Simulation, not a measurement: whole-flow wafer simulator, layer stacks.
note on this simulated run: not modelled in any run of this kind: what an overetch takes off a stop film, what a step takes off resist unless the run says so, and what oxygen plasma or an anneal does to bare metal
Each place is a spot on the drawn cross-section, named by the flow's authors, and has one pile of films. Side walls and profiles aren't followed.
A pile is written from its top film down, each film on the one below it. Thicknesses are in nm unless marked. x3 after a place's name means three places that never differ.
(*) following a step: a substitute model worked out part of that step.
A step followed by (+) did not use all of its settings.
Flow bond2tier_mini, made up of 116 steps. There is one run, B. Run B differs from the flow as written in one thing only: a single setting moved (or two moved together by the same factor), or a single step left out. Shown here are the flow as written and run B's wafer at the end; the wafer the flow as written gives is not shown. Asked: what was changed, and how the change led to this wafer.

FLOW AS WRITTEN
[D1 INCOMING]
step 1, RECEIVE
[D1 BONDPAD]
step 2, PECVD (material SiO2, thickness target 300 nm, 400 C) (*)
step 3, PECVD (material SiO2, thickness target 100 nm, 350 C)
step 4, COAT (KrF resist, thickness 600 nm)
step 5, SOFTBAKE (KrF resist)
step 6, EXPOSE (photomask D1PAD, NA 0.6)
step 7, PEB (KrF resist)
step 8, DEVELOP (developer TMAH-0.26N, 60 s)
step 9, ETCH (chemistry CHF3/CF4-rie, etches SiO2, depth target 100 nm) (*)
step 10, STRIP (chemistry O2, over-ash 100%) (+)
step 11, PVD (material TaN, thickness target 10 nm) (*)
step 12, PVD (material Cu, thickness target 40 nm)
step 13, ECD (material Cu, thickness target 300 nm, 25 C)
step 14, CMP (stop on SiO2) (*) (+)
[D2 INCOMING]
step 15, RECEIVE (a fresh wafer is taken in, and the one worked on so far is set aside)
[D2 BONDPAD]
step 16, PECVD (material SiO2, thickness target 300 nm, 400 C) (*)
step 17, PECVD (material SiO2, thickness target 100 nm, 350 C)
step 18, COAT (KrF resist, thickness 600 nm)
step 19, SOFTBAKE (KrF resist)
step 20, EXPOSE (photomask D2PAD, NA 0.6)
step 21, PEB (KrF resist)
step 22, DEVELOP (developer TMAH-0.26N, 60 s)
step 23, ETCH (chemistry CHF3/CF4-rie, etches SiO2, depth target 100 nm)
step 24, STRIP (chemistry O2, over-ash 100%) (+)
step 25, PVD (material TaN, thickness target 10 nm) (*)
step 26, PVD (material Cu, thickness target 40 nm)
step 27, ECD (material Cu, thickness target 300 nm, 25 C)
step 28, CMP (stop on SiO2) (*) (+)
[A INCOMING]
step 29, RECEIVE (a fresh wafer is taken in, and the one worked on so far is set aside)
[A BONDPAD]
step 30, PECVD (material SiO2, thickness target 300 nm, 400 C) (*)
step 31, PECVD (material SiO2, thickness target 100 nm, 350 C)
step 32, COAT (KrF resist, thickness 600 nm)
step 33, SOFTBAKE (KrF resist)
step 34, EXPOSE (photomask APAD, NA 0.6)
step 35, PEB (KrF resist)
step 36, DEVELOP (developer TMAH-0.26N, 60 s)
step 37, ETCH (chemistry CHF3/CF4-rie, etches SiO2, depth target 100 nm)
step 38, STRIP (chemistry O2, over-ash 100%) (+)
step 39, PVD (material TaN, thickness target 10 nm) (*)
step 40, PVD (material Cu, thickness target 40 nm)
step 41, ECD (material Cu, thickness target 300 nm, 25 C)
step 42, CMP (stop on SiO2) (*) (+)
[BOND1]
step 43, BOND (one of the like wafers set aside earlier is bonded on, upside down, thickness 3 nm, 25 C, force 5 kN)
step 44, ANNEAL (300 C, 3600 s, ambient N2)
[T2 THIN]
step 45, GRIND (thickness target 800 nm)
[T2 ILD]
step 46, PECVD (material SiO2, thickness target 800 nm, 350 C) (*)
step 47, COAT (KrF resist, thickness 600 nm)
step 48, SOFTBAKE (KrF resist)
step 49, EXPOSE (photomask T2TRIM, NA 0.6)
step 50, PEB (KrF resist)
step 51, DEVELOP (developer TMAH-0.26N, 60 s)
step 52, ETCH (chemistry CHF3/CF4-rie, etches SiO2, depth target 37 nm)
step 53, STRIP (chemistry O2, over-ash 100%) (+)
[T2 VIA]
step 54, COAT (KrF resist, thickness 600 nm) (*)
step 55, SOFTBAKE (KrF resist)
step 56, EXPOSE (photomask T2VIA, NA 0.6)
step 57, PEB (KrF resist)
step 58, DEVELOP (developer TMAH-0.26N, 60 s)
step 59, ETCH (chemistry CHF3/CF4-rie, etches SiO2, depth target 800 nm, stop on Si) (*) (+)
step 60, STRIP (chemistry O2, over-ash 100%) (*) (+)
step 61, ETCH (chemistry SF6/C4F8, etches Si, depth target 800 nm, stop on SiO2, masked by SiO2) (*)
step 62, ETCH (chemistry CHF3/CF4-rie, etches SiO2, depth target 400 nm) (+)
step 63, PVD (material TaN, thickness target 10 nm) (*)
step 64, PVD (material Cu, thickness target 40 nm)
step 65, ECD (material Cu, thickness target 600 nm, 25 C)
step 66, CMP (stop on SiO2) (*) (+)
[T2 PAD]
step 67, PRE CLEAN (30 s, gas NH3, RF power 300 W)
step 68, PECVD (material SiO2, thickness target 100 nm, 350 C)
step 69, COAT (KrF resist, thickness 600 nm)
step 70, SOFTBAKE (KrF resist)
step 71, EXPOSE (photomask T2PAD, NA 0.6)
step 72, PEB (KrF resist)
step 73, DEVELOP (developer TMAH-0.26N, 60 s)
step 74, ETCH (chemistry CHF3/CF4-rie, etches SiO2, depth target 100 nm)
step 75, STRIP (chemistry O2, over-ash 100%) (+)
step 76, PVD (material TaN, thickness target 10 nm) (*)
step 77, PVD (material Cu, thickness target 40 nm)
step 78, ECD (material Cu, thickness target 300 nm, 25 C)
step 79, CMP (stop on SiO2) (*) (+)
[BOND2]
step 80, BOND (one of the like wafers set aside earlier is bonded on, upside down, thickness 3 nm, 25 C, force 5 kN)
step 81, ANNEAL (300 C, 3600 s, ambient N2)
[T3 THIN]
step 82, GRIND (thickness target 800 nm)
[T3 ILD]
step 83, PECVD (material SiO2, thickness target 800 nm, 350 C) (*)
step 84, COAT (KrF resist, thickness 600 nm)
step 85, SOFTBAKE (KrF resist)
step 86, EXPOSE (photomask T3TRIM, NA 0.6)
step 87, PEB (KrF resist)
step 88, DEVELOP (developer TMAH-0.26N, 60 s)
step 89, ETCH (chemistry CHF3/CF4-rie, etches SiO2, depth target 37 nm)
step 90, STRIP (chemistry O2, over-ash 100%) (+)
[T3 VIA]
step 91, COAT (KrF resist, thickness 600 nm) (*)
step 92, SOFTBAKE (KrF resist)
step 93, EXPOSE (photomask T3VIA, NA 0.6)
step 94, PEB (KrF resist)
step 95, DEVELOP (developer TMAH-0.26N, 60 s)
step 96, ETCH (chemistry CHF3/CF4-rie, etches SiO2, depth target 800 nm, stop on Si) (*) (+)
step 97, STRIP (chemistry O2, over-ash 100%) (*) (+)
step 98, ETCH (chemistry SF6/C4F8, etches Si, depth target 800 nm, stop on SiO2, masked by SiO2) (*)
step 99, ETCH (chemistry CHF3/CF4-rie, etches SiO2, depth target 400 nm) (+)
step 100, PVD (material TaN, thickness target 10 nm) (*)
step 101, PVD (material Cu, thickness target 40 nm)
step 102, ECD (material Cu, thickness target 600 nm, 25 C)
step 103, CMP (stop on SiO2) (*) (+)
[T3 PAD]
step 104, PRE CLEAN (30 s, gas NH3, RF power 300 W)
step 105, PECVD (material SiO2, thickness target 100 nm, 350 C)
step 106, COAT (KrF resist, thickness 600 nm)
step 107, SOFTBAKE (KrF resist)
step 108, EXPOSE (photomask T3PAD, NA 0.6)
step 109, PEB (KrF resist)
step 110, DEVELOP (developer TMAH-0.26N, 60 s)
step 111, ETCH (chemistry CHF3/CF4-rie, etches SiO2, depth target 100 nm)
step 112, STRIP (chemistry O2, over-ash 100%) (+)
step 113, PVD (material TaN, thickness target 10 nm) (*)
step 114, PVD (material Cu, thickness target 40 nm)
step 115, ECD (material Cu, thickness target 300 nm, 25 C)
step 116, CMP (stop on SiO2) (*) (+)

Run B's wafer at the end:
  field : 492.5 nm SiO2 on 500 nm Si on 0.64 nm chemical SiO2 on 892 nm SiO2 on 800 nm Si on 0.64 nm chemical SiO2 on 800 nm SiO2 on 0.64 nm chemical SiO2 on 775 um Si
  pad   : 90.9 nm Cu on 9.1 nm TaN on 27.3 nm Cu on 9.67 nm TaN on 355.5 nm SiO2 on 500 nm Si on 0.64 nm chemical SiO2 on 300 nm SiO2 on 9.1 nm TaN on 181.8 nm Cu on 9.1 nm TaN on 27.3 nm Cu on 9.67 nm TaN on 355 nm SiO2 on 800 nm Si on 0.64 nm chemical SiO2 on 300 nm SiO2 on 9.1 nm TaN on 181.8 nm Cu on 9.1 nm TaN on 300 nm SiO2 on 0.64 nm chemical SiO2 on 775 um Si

What caused this: step 82, GRIND: thickness target 500 nm was run, though the flow has thickness target 800 nm.
The wafer itself shows it: field has Si 500, and step 82 as written asks for 800 nm.

Step by step, how the change led to this:
  step 82, GRIND (thickness target 800 nm)
      field, pad: -774.5 um Si (it would be, as written: -774.2 um Si)
